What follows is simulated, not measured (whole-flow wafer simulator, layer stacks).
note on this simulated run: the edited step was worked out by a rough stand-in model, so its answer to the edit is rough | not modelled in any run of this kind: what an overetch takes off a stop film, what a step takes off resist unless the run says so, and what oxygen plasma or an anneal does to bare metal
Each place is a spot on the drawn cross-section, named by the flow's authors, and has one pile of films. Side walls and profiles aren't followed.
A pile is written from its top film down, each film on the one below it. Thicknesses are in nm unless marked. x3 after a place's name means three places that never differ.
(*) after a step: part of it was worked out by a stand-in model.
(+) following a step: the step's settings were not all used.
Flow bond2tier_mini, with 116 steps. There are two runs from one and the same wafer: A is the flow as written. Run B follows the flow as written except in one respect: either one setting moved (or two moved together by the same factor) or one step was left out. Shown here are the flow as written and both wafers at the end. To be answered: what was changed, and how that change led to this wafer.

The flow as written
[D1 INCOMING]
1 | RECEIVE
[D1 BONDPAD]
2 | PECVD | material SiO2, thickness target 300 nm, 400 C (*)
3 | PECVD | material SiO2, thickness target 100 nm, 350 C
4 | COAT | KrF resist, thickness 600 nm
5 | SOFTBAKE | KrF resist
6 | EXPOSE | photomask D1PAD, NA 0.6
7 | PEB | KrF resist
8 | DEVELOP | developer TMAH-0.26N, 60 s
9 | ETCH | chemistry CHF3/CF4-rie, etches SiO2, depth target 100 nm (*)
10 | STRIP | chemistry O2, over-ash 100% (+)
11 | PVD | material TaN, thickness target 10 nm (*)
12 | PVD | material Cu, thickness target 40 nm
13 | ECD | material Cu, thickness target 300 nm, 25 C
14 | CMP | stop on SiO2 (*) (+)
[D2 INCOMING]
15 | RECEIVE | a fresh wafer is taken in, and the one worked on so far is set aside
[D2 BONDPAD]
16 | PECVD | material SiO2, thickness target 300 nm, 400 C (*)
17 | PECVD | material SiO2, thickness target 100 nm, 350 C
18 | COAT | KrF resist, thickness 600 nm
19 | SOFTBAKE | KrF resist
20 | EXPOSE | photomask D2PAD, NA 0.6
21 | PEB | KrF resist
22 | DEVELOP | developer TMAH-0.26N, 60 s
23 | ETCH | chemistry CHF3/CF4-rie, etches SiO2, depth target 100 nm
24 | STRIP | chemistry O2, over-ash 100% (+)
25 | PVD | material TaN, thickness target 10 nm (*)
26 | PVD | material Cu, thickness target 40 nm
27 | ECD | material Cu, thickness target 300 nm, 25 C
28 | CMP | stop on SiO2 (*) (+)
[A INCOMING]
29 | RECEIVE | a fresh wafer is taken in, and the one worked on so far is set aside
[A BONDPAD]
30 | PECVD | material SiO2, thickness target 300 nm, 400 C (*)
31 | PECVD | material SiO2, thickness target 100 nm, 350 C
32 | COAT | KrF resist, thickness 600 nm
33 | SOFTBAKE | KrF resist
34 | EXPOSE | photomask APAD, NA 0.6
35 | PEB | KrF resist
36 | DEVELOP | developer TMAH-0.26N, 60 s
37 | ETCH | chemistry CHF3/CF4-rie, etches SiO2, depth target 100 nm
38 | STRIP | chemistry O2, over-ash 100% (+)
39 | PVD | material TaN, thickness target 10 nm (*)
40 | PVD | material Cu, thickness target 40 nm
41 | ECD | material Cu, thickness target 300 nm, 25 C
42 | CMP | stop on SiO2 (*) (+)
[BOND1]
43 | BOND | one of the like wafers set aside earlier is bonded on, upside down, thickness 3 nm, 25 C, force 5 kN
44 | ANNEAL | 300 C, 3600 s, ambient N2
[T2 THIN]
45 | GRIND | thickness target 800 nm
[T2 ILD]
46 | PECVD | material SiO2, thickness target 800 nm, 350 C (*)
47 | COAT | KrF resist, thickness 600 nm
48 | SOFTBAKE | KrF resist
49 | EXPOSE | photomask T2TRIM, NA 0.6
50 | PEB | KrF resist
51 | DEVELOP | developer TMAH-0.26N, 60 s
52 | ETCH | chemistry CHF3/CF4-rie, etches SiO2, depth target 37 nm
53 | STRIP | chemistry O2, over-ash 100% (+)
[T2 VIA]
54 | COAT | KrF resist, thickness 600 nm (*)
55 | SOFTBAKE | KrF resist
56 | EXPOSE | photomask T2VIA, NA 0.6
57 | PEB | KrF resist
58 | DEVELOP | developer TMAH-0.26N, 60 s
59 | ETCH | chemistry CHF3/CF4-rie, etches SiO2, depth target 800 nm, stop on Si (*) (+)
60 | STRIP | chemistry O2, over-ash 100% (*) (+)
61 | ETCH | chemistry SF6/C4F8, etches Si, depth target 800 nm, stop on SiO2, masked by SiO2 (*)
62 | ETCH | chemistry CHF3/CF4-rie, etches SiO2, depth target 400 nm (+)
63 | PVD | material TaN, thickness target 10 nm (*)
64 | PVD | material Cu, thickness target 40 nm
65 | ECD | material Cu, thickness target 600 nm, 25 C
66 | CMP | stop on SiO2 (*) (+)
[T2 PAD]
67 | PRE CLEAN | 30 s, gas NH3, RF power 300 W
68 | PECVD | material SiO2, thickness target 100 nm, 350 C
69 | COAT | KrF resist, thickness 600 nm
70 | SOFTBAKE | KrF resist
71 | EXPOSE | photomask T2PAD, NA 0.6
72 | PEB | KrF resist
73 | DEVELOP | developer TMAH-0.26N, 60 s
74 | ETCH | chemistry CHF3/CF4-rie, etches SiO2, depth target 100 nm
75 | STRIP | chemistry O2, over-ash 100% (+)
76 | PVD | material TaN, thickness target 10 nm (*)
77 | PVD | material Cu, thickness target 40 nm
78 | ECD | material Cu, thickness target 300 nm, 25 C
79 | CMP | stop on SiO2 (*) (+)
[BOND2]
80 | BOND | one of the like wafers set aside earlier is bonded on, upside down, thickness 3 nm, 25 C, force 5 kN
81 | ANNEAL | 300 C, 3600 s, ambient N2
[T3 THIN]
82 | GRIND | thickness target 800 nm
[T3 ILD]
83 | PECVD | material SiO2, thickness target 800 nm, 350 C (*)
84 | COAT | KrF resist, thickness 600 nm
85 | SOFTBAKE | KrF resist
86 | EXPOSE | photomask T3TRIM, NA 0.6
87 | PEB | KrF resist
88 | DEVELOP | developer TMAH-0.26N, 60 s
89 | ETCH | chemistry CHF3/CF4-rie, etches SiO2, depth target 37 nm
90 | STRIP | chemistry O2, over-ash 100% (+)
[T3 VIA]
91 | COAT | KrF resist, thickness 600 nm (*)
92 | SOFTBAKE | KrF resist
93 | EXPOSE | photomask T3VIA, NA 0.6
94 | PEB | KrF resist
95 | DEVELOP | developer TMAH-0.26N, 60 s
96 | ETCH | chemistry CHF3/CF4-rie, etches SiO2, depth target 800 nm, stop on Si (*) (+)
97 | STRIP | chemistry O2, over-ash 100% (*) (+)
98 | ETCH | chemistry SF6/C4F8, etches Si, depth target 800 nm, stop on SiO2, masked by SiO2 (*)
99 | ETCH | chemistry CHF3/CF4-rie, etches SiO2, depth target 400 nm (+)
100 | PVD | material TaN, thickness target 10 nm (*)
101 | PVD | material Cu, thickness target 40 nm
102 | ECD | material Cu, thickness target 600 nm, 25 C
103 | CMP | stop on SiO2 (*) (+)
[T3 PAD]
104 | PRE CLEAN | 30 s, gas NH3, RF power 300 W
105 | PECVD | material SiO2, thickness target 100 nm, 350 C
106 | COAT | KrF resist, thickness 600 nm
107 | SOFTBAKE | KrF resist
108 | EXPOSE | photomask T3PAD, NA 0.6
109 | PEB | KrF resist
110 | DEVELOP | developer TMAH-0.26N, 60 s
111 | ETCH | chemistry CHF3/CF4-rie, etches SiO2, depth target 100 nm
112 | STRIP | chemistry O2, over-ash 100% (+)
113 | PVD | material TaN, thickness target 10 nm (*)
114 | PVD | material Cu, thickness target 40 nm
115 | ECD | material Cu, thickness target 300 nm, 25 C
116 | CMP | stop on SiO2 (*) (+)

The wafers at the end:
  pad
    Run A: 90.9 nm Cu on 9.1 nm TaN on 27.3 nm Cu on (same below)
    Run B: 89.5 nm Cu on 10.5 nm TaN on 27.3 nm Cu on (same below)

What caused this: step 113, PVD: thickness target 11.5 nm was run, while the flow as written has thickness target 10 nm.

Step by step, how the change led to this:
  113 | PVD | material TaN, thickness target 10 nm (*)
      field: A +10 TaN (new film) | B +11.5 TaN (new film)
      pad: A +9.1 TaN (new film) | B +10.5 TaN (new film)
  116 | CMP | stop on SiO2 (*) (+)
      field: A -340 Cu (all of it), -10 TaN (all of it) | B -340 Cu (all of it), -11.5 TaN (all of it)
